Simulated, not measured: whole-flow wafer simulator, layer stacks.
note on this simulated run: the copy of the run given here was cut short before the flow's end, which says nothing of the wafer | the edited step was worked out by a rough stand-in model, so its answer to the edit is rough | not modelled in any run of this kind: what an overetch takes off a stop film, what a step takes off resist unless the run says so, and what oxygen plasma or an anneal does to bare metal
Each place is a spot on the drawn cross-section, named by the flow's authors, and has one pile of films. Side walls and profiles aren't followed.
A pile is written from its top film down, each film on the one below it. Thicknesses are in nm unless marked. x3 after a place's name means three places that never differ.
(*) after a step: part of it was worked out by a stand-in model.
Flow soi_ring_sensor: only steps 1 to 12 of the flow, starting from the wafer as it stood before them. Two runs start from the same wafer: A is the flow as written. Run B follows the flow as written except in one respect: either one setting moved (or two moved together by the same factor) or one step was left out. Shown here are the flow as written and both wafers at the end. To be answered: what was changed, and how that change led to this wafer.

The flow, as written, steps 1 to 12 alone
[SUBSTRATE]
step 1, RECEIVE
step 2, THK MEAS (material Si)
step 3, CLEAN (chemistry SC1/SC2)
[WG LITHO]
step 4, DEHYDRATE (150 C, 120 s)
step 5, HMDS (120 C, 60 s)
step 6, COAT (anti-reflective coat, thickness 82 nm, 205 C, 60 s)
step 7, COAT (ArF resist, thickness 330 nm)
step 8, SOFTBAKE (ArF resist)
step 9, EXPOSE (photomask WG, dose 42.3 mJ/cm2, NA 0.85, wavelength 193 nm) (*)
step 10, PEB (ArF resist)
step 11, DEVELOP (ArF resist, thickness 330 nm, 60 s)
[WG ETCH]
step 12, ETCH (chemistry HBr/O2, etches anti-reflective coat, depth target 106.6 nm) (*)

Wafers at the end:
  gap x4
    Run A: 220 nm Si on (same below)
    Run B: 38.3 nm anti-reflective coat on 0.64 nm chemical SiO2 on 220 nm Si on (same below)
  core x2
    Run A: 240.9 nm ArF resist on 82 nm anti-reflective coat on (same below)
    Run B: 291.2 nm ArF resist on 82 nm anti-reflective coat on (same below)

Cause: step 12, ETCH: depth target 43.7 nm was run, whereas the flow has depth target 106.6 nm.

The path from the change to this, step by step:
  step 12, ETCH (chemistry HBr/O2, etches anti-reflective coat, depth target 106.6 nm) (*)
      gap x4: A -82 anti-reflective coat (all of it), -0.64 chemical SiO2 (all of it) | B -43.7 anti-reflective coat
      core x2: A -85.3 ArF resist | B -35 ArF resist
